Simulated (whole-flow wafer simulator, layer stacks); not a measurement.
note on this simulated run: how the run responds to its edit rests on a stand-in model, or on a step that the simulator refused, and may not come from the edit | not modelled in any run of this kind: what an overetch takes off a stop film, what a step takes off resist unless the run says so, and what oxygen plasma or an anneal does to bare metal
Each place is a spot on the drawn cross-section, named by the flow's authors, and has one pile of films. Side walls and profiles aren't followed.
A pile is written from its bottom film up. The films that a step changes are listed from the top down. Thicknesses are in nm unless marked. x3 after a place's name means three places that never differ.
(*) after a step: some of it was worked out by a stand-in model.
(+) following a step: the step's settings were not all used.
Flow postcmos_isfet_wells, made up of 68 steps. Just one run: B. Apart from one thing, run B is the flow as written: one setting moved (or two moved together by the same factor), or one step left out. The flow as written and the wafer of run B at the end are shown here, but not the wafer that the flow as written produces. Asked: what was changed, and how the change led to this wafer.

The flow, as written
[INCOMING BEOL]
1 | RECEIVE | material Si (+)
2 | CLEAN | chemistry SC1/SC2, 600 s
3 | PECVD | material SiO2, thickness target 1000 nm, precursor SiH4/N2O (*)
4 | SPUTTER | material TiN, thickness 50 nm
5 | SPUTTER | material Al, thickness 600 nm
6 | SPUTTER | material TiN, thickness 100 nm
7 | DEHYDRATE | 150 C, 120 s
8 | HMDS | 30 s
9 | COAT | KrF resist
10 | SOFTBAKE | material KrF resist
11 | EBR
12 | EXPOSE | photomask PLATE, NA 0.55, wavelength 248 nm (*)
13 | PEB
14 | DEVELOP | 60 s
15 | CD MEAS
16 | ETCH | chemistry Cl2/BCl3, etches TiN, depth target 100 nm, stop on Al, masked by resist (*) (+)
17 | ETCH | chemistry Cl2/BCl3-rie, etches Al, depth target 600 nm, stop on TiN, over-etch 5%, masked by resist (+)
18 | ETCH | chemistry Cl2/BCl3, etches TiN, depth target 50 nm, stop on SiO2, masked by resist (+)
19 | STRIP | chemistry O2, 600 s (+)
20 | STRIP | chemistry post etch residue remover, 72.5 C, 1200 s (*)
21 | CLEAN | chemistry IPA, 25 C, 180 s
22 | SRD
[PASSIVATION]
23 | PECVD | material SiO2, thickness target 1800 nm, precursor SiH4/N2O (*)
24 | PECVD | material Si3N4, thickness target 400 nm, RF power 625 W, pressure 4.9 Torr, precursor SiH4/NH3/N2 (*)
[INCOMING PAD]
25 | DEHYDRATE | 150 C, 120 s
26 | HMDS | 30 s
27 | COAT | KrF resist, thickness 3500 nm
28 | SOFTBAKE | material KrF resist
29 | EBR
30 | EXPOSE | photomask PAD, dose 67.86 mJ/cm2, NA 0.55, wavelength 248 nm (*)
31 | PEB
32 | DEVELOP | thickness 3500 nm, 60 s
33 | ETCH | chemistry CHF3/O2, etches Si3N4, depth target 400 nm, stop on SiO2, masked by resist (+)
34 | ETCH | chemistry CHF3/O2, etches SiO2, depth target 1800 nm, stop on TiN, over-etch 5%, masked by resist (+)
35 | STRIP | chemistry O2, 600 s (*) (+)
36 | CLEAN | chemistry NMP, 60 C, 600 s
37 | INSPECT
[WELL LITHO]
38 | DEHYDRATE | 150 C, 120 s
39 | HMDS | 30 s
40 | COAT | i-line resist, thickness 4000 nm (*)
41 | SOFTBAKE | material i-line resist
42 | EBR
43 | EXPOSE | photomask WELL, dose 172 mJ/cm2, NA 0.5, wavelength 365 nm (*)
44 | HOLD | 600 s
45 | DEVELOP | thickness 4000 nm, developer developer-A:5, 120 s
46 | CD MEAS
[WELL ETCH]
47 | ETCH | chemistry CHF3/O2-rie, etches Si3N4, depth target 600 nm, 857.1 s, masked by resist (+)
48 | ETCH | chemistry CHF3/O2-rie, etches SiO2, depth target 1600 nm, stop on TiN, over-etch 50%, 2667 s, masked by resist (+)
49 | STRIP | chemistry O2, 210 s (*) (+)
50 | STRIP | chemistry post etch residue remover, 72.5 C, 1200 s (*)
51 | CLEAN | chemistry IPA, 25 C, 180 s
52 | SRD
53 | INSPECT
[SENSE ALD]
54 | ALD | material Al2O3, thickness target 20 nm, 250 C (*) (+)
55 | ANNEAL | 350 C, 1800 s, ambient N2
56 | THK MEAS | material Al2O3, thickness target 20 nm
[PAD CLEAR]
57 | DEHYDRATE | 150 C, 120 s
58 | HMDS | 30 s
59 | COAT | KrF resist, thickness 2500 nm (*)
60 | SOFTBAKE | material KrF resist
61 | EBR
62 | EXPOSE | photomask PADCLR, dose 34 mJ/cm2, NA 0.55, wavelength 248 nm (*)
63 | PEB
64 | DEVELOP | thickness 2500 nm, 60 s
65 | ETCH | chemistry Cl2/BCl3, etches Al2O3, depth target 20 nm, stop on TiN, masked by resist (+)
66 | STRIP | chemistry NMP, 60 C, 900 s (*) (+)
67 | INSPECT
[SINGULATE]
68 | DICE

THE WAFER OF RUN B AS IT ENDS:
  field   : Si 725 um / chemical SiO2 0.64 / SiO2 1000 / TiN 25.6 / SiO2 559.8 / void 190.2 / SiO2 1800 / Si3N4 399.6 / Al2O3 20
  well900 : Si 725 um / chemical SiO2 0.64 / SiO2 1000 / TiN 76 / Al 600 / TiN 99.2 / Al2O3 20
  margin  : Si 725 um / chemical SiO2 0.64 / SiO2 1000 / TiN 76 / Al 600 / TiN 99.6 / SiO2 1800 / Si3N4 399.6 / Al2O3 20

The reason: step 4, SPUTTER: thickness 76 nm was run, whereas the flow has thickness 50 nm.
The wafer itself shows it: well900 has TiN 76, and step 4 as written asks for 50 nm.

The path from the change to this, step by step:
  4 | SPUTTER | material TiN, thickness 50 nm
      field, margin, well900, well1300 x3, pad_rim, pad_clr, pad_open: +76 TiN (new film) (in the flow as written it would be: +50 TiN (new film))
  18 | ETCH | chemistry Cl2/BCl3, etches TiN, depth target 50 nm, stop on SiO2, masked by resist (+)
      field: -50 TiN (in the flow as written it would be: -50 TiN (all of it))
  23 | PECVD | material SiO2, thickness target 1800 nm, precursor SiH4/N2O (*)
      field: +1800 SiO2 (new film), +190.2 void (new film), +559.8 SiO2 (new film) (in the flow as written it would be: +1800 SiO2 (new film), +189.9 void (new film), +559.7 SiO2)
If metal films that touch count as one body, field has 1 body; the flow as written gives 0 bodies.
